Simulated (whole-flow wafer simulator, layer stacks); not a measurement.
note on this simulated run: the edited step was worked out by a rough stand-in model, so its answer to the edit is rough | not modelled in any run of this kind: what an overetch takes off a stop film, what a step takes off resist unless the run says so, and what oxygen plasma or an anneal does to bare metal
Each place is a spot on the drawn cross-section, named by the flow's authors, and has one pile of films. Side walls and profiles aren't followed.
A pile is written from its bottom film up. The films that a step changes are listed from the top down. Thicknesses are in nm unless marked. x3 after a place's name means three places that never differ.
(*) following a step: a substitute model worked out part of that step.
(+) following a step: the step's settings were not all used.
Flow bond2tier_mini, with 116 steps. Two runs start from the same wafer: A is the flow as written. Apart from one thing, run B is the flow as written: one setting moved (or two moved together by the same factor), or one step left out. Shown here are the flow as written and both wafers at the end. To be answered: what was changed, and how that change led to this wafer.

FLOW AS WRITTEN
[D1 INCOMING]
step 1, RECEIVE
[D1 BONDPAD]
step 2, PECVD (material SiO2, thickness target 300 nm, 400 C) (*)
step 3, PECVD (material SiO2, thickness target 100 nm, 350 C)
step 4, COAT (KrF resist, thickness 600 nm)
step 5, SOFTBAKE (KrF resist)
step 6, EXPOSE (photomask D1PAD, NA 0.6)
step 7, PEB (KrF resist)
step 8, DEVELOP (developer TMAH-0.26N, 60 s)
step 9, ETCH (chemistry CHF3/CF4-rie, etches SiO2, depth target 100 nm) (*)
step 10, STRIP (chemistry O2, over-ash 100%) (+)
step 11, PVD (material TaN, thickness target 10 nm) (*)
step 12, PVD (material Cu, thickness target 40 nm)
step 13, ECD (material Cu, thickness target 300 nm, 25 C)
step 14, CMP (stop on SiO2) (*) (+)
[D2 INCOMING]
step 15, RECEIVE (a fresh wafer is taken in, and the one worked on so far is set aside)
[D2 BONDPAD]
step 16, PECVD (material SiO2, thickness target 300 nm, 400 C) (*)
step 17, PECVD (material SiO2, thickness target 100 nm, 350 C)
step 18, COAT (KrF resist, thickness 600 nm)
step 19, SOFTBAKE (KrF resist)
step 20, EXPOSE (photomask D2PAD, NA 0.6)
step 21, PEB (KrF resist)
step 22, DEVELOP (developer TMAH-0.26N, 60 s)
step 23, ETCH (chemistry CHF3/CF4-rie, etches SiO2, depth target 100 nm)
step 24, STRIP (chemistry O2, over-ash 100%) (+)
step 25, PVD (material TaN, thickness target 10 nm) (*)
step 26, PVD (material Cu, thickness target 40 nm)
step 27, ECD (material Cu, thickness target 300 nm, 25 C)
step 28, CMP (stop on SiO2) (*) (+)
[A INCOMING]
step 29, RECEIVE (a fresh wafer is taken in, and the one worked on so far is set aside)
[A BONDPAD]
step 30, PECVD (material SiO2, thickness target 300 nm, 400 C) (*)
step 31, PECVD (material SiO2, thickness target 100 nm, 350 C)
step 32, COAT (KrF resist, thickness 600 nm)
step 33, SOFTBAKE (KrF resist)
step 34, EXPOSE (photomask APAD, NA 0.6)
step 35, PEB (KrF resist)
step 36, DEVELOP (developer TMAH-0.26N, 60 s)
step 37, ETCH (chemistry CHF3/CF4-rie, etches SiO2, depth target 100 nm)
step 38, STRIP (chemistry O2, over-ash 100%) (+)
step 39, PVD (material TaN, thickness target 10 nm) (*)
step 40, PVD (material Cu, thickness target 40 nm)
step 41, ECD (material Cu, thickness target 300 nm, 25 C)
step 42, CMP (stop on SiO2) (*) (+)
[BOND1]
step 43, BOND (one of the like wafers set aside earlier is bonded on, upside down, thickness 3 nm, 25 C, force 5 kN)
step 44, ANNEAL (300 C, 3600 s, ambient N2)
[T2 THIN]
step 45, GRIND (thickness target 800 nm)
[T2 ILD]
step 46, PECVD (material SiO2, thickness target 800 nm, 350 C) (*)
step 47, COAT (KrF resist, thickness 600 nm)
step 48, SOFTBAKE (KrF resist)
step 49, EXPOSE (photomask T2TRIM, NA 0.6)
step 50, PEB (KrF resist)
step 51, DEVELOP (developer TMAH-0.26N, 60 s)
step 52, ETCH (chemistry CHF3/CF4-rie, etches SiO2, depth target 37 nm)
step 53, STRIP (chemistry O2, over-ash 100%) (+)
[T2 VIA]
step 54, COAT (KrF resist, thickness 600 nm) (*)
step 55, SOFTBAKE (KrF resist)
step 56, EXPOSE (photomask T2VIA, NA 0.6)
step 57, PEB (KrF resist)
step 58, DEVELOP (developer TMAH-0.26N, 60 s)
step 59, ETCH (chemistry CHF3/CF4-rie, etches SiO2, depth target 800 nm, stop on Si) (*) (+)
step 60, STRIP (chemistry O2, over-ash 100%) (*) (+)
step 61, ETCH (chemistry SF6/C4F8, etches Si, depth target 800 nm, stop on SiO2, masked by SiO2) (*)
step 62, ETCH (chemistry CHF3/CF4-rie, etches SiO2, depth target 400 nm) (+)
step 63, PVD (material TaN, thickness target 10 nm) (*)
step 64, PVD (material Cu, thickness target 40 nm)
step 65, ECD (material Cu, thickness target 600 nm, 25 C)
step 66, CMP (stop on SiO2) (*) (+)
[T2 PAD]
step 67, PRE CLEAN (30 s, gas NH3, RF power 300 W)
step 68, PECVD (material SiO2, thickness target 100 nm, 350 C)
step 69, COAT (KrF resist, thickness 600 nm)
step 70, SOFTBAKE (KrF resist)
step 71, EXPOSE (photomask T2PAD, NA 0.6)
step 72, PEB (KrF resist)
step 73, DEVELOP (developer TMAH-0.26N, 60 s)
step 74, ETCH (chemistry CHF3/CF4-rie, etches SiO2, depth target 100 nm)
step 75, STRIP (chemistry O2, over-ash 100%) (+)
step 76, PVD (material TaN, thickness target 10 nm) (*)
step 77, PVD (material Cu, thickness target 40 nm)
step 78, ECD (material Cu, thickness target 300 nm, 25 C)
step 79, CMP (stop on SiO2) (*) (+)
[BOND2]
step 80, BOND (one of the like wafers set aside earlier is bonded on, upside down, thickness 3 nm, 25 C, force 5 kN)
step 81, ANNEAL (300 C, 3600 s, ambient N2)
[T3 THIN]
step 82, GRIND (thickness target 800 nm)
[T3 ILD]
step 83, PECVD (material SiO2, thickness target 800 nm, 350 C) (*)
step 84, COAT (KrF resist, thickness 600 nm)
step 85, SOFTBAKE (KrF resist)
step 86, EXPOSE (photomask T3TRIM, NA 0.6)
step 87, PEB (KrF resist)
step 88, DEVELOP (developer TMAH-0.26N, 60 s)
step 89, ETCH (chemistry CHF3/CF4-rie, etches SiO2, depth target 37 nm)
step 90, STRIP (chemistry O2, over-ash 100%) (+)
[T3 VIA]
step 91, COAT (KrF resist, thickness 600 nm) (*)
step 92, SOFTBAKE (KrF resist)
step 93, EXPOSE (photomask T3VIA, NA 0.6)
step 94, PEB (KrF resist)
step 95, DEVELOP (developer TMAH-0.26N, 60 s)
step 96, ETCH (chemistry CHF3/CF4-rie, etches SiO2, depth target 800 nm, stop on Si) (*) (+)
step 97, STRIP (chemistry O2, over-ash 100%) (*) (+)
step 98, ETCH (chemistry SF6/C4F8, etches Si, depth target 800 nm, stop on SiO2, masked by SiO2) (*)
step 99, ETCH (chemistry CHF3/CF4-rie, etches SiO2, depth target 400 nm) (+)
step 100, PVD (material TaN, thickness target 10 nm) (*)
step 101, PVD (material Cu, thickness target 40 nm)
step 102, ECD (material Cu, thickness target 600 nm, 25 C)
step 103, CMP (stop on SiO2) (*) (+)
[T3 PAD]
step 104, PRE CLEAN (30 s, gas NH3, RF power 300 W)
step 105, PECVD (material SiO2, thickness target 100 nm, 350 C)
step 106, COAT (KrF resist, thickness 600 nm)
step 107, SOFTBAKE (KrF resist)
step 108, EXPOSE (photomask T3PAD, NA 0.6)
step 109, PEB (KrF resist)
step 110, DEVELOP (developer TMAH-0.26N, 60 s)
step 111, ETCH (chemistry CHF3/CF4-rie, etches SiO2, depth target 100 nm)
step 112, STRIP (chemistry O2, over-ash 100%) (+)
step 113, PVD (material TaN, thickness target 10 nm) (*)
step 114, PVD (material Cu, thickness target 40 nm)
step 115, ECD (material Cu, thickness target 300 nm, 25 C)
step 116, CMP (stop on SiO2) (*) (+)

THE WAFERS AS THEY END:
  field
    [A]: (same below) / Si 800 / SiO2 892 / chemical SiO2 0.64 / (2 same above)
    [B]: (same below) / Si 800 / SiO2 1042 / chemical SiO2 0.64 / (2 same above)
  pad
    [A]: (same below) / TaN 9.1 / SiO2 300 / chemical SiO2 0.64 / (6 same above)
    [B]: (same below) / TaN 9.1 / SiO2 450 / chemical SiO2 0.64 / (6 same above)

The reason: step 16, PECVD: thickness target 450 nm was run, whereas the flow has thickness target 300 nm.
The wafer itself shows it: pad has SiO2 450, and step 16 as written asks for 300 nm.

Step by step, how the change led to this:
  step 16, PECVD (material SiO2, thickness target 300 nm, 400 C) (*)
      field, pad, via: A SiO2 gains 300 (new film) | B SiO2 gains 450 (new film)
  step 80, BOND (one of the like wafers set aside earlier is bonded on, upside down, thickness 3 nm, 25 C, force 5 kN)
      field: A Si gains 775 um (new film), chemical SiO2 gains 0.64 (new film), SiO2 gains 400 | B Si gains 775 um (new film), chemical SiO2 gains 0.64 (new film), SiO2 gains 550
      pad: A Si gains 775 um (new film), chemical SiO2 gains 0.64 (new film), SiO2 gains 300 (new film), TaN gains 9.1 (new film), Cu gains 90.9 | B Si gains 775 um (new film), chemical SiO2 gains 0.64 (new film), SiO2 gains 450 (new film), TaN gains 9.1 (new film), Cu gains 90.9
